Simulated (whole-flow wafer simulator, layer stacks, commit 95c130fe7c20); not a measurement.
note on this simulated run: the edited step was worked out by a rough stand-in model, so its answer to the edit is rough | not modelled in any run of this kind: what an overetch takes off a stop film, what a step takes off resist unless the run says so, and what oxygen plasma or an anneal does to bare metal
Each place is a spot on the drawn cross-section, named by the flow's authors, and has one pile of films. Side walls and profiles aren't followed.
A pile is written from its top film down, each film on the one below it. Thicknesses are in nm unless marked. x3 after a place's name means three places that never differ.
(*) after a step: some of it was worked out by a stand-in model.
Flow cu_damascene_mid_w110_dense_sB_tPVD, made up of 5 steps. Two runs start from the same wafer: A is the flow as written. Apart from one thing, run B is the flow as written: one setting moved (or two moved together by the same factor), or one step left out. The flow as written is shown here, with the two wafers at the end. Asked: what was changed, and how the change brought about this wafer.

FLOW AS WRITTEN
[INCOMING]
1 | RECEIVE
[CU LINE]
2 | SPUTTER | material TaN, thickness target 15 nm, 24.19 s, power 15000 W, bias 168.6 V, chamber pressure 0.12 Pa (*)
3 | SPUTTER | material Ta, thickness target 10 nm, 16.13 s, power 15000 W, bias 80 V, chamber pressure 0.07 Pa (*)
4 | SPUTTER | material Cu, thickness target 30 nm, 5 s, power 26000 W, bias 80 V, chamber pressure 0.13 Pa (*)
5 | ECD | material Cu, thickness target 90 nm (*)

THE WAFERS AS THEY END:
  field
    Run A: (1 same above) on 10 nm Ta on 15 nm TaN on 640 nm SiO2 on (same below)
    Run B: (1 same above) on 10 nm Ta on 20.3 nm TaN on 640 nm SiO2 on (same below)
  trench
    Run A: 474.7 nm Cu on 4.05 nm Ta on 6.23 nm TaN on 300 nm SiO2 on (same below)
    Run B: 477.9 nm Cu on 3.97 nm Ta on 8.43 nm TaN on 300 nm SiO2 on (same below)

The reason: step 2, SPUTTER: power 20290 W was run, while the flow as written has power 15000 W.

How this came from the change, step by step:
  2 | SPUTTER | material TaN, thickness target 15 nm, 24.19 s, power 15000 W, bias 168.6 V, chamber pressure 0.12 Pa (*)
      field: A +15 TaN (new film) | B +20.3 TaN (new film)
      trench: A +6.23 TaN (new film) | B +8.43 TaN (new film)
